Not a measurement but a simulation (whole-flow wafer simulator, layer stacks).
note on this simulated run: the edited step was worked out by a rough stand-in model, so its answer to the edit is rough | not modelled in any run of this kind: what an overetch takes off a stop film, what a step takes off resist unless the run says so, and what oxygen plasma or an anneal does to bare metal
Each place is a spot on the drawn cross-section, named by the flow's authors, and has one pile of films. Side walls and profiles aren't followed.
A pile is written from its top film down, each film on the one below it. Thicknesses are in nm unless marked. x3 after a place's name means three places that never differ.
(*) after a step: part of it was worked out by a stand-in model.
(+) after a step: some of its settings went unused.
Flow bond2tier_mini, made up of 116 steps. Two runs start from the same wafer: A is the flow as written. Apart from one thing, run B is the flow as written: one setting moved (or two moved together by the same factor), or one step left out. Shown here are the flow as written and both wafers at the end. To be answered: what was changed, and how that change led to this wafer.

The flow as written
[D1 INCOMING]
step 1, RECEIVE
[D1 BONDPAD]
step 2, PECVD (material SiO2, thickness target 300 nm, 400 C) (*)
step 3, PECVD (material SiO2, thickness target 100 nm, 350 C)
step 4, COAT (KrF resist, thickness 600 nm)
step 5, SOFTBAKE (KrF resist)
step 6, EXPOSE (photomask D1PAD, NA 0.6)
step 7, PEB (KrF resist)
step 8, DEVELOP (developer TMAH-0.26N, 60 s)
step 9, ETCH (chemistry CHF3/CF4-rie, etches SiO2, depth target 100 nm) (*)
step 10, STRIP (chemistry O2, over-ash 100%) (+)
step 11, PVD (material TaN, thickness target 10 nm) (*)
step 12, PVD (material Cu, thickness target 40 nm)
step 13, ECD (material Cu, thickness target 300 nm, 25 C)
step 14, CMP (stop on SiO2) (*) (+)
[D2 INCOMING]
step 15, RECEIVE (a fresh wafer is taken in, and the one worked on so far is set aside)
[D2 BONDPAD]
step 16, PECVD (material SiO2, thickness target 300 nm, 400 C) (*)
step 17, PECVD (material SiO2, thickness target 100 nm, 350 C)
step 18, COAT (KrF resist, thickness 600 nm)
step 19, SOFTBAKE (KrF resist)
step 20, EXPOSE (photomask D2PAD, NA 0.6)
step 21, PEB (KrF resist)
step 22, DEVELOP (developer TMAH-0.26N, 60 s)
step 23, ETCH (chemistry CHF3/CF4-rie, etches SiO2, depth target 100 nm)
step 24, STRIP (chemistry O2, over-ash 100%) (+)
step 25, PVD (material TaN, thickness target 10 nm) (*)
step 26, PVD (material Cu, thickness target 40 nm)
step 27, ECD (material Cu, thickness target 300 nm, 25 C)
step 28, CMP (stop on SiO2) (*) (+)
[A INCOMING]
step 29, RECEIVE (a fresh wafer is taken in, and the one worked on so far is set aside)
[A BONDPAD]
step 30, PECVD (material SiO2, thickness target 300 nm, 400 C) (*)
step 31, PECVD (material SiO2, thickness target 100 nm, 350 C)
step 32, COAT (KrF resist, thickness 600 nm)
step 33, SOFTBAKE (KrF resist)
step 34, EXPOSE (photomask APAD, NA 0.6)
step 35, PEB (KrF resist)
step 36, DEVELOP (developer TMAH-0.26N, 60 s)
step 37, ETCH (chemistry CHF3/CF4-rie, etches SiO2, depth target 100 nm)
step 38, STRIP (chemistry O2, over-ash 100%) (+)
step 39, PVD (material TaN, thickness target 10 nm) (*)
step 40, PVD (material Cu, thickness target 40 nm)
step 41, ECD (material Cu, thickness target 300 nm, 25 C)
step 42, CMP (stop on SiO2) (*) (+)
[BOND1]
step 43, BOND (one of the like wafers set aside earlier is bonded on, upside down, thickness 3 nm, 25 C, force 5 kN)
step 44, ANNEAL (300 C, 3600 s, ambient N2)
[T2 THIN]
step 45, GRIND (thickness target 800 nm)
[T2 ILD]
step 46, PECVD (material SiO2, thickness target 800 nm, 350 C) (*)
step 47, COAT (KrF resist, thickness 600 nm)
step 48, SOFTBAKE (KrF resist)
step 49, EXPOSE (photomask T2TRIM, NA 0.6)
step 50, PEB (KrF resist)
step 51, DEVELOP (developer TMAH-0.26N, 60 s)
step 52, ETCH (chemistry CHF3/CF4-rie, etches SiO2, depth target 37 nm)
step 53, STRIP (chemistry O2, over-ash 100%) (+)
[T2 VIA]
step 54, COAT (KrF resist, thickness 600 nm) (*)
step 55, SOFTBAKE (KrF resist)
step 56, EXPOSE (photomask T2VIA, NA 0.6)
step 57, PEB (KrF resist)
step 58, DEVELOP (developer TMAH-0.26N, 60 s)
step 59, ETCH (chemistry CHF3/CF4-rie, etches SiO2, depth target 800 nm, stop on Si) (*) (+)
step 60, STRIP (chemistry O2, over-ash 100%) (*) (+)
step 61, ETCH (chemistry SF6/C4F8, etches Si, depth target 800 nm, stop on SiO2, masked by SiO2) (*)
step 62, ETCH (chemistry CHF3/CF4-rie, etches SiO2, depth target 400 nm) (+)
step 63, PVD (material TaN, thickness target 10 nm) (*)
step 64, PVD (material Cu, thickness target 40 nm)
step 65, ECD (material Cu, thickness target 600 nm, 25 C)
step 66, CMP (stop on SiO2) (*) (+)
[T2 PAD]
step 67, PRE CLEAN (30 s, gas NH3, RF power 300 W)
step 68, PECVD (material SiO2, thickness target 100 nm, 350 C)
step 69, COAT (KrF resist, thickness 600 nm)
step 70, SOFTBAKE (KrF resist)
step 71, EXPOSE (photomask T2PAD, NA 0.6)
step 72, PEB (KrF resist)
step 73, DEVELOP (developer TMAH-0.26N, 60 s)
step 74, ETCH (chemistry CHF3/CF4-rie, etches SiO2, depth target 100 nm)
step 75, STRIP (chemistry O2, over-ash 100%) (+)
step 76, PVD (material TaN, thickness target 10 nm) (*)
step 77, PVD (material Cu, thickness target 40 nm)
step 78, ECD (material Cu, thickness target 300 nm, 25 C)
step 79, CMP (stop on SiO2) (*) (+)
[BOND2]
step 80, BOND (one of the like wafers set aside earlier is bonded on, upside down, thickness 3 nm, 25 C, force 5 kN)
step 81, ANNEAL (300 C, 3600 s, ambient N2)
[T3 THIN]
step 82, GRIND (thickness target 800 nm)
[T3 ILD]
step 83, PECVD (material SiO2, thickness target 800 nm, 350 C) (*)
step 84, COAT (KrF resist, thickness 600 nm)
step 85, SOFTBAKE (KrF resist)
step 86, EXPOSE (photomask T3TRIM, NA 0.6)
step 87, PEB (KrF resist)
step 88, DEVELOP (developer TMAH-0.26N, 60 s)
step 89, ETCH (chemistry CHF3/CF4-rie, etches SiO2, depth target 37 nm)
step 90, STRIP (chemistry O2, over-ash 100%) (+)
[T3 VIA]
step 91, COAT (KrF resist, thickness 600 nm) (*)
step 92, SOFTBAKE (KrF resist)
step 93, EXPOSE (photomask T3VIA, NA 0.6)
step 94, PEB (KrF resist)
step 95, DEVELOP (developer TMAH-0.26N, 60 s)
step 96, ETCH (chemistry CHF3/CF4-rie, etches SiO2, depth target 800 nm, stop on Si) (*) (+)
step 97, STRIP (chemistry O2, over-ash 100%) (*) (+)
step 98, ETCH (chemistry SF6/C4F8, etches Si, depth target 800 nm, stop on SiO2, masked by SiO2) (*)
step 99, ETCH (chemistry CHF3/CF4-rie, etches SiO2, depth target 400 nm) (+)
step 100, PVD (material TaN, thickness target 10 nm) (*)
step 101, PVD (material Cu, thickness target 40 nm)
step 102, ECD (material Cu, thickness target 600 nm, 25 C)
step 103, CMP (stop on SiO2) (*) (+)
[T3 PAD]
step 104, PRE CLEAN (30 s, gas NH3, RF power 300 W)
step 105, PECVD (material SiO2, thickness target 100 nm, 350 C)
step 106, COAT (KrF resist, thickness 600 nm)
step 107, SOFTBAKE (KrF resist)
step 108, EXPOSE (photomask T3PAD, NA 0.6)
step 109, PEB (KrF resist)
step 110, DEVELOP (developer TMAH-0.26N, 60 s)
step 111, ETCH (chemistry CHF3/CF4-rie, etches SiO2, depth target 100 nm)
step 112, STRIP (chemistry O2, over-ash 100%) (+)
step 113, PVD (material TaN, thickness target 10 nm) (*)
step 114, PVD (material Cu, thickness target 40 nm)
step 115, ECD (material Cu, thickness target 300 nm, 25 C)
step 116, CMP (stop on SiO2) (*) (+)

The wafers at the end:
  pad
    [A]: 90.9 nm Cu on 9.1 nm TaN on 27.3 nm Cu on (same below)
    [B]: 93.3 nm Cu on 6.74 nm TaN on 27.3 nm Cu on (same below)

The reason: step 113, PVD: thickness target 7.4 nm was run, though the flow has thickness target 10 nm.

The path from the change to this, step by step:
  step 113, PVD (material TaN, thickness target 10 nm) (*)
      field: A TaN gains 10 (new film) | B TaN gains 7.4 (new film)
      pad: A TaN gains 9.1 (new film) | B TaN gains 6.74 (new film)
  step 116, CMP (stop on SiO2) (*) (+)
      field: A Cu loses 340 (all of it), TaN loses 10 (all of it) | B Cu loses 340 (all of it), TaN loses 7.4 (all of it)
